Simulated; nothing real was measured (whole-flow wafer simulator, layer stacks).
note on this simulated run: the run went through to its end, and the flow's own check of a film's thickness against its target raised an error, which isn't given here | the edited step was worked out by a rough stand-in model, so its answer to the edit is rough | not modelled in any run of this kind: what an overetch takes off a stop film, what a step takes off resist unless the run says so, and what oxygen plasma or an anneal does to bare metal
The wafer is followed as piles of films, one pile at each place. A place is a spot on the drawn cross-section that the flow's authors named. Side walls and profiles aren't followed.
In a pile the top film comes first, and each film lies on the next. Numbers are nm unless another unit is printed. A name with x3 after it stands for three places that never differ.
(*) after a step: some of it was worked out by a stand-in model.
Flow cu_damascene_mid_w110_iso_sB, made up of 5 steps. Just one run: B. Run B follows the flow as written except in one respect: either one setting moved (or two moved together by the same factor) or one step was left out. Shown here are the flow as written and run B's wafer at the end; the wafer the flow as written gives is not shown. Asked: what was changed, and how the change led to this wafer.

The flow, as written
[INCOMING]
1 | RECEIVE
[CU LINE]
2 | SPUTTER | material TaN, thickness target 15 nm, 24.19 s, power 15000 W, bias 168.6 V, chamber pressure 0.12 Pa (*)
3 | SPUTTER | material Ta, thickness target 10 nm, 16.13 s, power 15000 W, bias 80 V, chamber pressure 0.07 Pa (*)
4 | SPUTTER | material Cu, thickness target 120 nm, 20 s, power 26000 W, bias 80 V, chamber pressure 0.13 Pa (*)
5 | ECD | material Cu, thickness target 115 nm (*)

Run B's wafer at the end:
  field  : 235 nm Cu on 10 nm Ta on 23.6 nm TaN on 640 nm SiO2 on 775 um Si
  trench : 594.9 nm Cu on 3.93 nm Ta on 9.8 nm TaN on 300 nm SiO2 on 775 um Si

Cause: step 2, SPUTTER: thickness target 23.6 nm was run, though the flow has thickness target 15 nm; step 2, SPUTTER: 38.1 s was run, where the flow has 24.19 s.
One can read it off the wafer: field has TaN 23.6, and step 2 as written asks for 15 nm.

Step by step, how the change led to this:
  2 | SPUTTER | material TaN, thickness target 15 nm, 24.19 s, power 15000 W, bias 168.6 V, chamber pressure 0.12 Pa (*)
      field: TaN gains 23.6 (new film) (in the flow as written it would be: TaN gains 15 (new film))
      trench: TaN gains 9.8 (new film) (in the flow as written it would be: TaN gains 6.23 (new film))
  4 | SPUTTER | material Cu, thickness target 120 nm, 20 s, power 26000 W, bias 80 V, chamber pressure 0.13 Pa (*)
      trench: Cu gains 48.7 (new film) (in the flow as written it would be: Cu gains 49.9 (new film))
